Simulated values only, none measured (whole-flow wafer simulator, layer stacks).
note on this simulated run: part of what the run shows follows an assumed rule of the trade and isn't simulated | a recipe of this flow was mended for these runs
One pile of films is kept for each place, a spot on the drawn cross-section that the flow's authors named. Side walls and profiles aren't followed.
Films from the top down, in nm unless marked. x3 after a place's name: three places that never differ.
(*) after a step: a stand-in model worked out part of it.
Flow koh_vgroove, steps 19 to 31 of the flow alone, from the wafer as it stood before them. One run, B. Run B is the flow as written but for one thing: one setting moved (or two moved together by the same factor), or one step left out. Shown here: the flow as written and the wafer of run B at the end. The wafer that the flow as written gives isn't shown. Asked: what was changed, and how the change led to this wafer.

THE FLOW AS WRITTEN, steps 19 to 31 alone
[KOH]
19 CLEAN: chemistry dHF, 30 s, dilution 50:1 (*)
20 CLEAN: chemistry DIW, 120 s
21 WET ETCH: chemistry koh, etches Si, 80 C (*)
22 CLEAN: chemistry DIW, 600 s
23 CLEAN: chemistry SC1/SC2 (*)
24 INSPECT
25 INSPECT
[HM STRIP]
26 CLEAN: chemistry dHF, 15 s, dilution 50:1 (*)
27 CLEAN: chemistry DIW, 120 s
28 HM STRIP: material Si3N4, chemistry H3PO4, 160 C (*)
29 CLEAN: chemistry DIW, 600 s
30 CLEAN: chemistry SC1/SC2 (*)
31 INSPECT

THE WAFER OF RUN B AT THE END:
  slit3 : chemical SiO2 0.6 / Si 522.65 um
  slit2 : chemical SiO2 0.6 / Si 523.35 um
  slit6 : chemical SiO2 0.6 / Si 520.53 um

The cause: step 21, WET ETCH: 90.7 C was run, where the flow has 80 C.

How the change led to this, step by step:
  21 WET ETCH: chemistry koh, etches Si, 80 C (*)
      slit3: Si -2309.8 (as written it would be: Si -2222.2)
      slit2: Si -1602.7 (as written it would be: Si -1515.1)
      (and at 2 more places)
